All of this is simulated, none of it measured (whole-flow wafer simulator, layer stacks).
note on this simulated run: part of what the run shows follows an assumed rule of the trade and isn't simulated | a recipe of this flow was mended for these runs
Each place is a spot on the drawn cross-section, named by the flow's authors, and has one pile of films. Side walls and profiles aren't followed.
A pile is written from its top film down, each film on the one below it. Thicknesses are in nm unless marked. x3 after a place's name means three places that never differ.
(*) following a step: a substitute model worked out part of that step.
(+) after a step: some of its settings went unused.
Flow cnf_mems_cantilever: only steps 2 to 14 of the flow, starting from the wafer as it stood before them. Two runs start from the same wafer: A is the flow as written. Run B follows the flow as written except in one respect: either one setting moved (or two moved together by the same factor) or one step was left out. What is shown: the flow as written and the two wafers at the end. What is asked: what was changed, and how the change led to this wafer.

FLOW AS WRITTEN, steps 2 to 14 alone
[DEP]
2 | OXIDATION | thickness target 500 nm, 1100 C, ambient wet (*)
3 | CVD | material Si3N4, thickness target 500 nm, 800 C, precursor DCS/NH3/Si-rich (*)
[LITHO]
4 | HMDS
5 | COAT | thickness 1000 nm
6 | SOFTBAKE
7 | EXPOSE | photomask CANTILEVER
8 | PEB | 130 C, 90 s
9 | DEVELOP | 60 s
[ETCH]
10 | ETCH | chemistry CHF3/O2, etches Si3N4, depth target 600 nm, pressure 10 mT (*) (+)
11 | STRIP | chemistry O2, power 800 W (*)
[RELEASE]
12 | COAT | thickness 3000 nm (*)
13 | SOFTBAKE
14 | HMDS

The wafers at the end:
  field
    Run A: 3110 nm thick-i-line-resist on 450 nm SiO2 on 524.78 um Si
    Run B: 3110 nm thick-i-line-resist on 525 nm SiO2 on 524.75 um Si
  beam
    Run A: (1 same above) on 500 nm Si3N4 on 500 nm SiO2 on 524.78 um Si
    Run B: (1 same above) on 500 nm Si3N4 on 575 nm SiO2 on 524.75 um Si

Cause: step 2, OXIDATION: thickness target 575 nm was run, whereas the flow has thickness target 500 nm.
One can read it off the wafer: beam has SiO2 575, and step 2 as written asks for 500 nm.

The path from the change to this, step by step:
  2 | OXIDATION | thickness target 500 nm, 1100 C, ambient wet (*)
      field, beam: A +500 SiO2 (new film), -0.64 chemical SiO2 (all of it), -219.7 Si | B +575 SiO2 (new film), -0.64 chemical SiO2 (all of it), -252.7 Si
